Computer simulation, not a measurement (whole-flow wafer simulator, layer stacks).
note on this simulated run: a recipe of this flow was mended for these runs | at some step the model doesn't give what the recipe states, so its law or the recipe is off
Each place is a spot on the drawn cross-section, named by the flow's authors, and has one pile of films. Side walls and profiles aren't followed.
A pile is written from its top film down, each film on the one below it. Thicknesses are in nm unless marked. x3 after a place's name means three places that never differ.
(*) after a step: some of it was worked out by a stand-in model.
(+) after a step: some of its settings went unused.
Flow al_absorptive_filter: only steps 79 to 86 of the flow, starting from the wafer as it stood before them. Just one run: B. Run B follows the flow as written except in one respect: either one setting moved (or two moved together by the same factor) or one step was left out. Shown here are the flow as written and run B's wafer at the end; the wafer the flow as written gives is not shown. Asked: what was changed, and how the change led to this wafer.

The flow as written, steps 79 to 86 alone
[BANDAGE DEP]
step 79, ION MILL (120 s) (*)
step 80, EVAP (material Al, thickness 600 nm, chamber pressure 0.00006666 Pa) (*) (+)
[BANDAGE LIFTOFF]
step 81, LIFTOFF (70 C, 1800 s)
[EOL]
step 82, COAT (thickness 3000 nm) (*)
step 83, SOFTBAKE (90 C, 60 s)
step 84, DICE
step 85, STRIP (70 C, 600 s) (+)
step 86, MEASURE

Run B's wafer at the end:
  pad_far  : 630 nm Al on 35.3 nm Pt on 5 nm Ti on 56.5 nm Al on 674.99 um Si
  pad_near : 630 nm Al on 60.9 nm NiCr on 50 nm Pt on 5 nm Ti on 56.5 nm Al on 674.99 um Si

The reason: step 80, EVAP: thickness 630 nm was run, whereas the flow has thickness 600 nm.
The wafer lets one read it off: pad_far has Al 630, and step 80 as written asks for 600 nm.

How this came from the change, step by step:
  step 80, EVAP (material Al, thickness 600 nm, chamber pressure 0.00006666 Pa) (*) (+)
      gnd, pad_far, pad_near and 11 more: Al gains 630 (new film) (in the flow as written it would be: Al gains 600 (new film))
  step 81, LIFTOFF (70 C, 1800 s)
      xa_field, xl_land, idc_field: Al loses 630 (all of it), i-line-resist loses 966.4 (all of it), lift-off-underlayer loses 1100 (all of it), acrylic-e-beam-resist loses 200 (all of it) (in the flow as written it would be: Al loses 600 (all of it), i-line-resist loses 966.4 (all of it), lift-off-underlayer loses 1100 (all of it), acrylic-e-beam-resist loses 200 (all of it))
      gnd: Al loses 630 (all of it), i-line-resist loses 968.3 (all of it), lift-off-underlayer loses 1103.3 (all of it), acrylic-e-beam-resist loses 200.9 (all of it) (in the flow as written it would be: Al loses 600 (all of it), i-line-resist loses 968.3 (all of it), lift-off-underlayer loses 1103.3 (all of it), acrylic-e-beam-resist loses 200.9 (all of it))
      (as well as at 8 more places)
  step 83, SOFTBAKE (90 C, 60 s)
      pad_far: i-line-resist loses 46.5 (in the flow as written it would be: i-line-resist loses 44.2)
      pad_near: i-line-resist loses 43.3 (in the flow as written it would be: i-line-resist loses 41.1)
      (as well as at 1 more place)
